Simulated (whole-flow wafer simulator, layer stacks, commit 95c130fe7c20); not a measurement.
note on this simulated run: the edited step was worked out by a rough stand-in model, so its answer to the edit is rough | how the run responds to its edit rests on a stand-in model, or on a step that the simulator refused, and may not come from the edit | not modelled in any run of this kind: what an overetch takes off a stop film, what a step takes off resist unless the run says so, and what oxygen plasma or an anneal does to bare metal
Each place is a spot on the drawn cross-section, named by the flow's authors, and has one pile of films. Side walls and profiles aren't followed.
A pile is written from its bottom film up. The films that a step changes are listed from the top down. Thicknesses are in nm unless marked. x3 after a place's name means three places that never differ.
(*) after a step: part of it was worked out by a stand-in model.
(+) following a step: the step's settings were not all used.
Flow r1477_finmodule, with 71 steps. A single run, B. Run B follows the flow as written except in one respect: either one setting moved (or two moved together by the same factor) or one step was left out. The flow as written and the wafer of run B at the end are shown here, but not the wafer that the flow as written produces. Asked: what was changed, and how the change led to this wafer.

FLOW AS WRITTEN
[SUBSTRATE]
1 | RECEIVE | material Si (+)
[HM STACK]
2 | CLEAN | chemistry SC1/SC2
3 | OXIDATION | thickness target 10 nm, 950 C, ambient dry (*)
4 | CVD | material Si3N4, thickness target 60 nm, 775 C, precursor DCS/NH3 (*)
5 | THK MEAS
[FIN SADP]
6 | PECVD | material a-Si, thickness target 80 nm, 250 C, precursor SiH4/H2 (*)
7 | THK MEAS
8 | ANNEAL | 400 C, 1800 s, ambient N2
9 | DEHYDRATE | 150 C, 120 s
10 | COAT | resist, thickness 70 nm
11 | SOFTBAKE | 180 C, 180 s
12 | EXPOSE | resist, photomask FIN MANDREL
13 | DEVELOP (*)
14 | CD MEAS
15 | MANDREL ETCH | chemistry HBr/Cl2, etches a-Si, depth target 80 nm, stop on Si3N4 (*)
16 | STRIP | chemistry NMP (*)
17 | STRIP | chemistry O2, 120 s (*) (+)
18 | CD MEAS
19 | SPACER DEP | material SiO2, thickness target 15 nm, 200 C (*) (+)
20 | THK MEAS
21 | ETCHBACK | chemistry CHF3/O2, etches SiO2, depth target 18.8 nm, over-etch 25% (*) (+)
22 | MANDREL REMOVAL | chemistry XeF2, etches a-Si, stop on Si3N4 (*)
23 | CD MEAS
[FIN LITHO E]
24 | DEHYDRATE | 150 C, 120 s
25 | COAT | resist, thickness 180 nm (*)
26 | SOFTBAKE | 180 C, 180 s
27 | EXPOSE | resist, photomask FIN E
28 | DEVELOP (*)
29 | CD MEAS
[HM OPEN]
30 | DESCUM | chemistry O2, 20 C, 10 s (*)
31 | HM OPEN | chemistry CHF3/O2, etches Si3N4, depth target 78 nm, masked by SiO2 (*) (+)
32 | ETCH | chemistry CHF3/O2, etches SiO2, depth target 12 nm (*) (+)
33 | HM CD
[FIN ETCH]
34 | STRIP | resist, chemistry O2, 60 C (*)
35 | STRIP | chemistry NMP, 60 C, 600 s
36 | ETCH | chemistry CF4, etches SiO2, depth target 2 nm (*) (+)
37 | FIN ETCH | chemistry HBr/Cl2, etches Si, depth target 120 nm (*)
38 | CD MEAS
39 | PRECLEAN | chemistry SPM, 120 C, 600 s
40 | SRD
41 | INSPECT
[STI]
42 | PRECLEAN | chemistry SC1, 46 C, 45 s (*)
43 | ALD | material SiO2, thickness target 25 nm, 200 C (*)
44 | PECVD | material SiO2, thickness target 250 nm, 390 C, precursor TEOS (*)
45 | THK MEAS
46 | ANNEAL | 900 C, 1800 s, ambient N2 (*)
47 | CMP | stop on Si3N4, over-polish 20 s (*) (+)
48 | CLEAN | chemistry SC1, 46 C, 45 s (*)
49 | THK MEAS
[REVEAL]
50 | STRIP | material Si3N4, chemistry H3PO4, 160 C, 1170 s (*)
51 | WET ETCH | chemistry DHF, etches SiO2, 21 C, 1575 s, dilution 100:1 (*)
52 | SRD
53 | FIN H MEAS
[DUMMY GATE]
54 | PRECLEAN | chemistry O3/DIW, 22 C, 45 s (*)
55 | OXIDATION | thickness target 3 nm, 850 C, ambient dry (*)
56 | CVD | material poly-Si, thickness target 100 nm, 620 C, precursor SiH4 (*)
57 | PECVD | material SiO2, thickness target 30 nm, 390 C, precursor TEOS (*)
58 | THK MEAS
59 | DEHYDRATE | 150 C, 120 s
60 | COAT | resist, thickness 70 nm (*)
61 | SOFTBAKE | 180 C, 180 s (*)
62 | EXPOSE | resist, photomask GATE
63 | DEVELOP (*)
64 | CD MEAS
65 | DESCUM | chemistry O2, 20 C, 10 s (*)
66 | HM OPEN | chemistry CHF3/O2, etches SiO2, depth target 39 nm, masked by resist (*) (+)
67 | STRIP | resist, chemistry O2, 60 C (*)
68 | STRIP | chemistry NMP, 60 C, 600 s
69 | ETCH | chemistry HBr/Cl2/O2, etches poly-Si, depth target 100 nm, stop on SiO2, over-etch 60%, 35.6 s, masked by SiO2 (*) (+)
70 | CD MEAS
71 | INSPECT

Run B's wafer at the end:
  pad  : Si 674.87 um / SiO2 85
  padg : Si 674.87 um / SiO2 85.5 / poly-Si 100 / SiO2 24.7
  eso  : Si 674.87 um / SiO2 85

What caused this: step 44, PECVD: thickness target 156.2 nm was run, whereas the flow has thickness target 250 nm.

Step by step, how the change led to this:
  44 | PECVD | material SiO2, thickness target 250 nm, 390 C, precursor TEOS (*)
      pad, padg, elg and 33 more: SiO2 gains 156.2 (as written it would have been: SiO2 gains 250)
  46 | ANNEAL | 900 C, 1800 s, ambient N2 (*)
      pad, padg, elg and 33 more: SiO2 loses 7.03 (as written it would have been: SiO2 loses 11.2)
  47 | CMP | stop on Si3N4, over-polish 20 s (*) (+)
      pad, padg, e40sg and 11 more: nothing (as written it would have been: SiO2 loses 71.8)
      eso: nothing (as written it would have been: SiO2 loses 72.4)
      (also at 21 further places)
  60 | COAT | resist, thickness 70 nm (*)
      s40sg, s45sg, s40so, s45so: resist gains 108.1 (new film) (as written it would have been: resist gains 91 (new film))
      e40sg, e40so: resist gains 146.4 (new film) (as written it would have been: resist gains 129.5 (new film))
      (also at 7 further places)
  63 | DEVELOP (*)
      s40so, s45so: resist loses 108.1 (all of it) (as written it would have been: resist loses 91 (all of it))
      eso: resist loses 145.8 (all of it) (as written it would have been: resist loses 129.5 (all of it))
      (also at 4 further places)
  67 | STRIP | resist, chemistry O2, 60 C (*)
      e40lg, e100lg, e200lg: resist loses 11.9 (all of it) (as written it would have been: resist loses 12.8 (all of it))
      s40sg, s45sg: resist loses 54 (all of it) (as written it would have been: resist loses 36.9 (all of it))
      (also at 10 further places)
